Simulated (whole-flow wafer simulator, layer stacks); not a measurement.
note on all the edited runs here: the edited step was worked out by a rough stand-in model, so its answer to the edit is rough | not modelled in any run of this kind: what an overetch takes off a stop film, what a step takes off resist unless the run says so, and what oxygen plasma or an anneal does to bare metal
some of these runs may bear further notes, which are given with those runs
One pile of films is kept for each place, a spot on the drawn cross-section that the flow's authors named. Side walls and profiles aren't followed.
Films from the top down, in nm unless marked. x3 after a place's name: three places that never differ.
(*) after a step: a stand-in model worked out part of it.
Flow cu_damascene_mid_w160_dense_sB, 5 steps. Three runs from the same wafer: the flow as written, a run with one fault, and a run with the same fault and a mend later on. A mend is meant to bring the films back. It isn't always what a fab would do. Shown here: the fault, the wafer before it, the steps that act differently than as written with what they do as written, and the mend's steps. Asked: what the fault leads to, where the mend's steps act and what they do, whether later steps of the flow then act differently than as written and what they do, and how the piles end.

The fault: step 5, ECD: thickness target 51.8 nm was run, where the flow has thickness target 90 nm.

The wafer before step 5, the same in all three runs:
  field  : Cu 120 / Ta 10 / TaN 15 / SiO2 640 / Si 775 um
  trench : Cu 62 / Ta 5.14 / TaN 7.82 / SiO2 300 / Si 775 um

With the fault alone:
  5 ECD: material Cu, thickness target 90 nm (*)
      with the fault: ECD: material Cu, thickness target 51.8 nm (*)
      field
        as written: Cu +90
        with the fault: Cu +51.8
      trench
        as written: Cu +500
        with the fault: Cu +51.8
  No later step of the flow acts differently than as written at any place that is followed.
  At the end the piles differ from the flow's by more than 2% or 0.5 nm, whichever is larger, at field, trench.
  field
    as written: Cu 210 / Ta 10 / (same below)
    with the fault: Cu 171.8 / Ta 10 / (same below)
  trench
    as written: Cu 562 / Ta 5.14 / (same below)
    with the fault: Cu 113.8 / Ta 5.14 / (same below)

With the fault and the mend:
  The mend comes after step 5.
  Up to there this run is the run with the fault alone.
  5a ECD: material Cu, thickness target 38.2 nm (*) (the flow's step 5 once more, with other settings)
      field
        Cu +38.2
      trench
        Cu +448.2
  No later step of the flow acts differently than as written at any place that is followed.
  At the end the piles are the same as the flow's at every place that both follow.
